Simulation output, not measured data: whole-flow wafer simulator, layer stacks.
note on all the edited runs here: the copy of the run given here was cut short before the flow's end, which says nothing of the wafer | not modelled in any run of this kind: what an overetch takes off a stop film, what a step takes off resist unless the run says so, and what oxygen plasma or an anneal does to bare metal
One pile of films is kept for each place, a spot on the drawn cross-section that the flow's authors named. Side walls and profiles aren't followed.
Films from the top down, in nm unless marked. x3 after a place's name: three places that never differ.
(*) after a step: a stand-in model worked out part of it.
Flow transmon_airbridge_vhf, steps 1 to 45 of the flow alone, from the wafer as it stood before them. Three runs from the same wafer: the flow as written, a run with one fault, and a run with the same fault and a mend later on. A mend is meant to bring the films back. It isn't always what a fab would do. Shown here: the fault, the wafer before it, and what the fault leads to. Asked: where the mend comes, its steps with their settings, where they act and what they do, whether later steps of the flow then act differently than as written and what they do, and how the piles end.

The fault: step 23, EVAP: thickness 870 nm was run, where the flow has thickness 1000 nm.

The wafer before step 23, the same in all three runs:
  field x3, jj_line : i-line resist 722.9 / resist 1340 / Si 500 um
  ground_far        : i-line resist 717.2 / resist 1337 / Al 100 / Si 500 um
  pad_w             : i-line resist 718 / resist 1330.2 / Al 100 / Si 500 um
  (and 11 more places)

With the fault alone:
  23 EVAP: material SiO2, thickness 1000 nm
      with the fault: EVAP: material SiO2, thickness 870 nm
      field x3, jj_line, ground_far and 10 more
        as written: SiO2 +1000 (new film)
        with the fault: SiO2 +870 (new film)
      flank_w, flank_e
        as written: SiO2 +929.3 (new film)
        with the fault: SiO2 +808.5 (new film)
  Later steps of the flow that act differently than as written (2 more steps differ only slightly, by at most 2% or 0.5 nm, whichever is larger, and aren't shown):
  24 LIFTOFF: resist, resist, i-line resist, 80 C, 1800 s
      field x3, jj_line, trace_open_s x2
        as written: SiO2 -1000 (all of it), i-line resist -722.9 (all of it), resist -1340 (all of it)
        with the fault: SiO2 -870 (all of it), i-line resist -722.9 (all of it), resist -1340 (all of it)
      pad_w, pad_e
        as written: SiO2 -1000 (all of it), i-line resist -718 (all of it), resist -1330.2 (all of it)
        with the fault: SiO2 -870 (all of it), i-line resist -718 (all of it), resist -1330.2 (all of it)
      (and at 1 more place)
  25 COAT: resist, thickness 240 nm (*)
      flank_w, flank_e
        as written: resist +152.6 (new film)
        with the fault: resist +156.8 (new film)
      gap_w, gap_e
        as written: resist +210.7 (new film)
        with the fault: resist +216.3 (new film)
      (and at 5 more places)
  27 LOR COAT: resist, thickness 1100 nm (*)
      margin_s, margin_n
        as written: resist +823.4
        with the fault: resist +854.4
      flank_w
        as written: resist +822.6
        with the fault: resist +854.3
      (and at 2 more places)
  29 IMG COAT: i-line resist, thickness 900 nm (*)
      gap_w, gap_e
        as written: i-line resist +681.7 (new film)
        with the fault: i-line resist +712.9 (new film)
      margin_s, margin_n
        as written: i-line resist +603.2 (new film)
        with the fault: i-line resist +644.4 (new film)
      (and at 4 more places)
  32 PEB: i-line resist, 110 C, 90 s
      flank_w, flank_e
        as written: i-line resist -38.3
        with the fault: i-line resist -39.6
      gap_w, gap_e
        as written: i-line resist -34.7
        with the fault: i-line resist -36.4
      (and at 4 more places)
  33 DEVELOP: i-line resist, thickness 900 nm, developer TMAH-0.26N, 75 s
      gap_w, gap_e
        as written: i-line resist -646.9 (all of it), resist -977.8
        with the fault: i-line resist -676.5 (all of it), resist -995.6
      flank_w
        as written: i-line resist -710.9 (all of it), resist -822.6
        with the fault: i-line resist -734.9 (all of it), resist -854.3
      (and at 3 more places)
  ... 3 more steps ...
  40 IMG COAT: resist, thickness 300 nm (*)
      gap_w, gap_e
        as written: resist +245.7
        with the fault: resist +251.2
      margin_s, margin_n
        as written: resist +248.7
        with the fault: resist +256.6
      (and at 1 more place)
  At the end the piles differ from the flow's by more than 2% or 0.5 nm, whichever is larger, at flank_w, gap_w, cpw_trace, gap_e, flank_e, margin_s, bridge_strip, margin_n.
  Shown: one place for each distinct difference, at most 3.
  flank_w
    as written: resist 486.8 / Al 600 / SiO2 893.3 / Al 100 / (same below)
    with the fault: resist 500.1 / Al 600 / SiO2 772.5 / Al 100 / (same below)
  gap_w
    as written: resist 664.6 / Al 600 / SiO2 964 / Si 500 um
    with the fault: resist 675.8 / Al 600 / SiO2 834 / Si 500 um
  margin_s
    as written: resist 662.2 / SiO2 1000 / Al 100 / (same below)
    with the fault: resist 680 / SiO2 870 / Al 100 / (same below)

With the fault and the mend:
  The mend comes after step 23.
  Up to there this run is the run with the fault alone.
  23a EVAP: material SiO2, thickness 130 nm (the flow's step 23 once more, with other settings)
      field x3, jj_line, ground_far and 10 more
        SiO2 +130
      flank_w, flank_e
        SiO2 +120.8
  No later step of the flow acts differently than as written, at any place that is followed, by more than 2% or 0.5 nm, whichever is larger.
  At the end the piles differ from the flow's only slightly at the places that both follow, by at most 2% or 0.5 nm, whichever is larger.
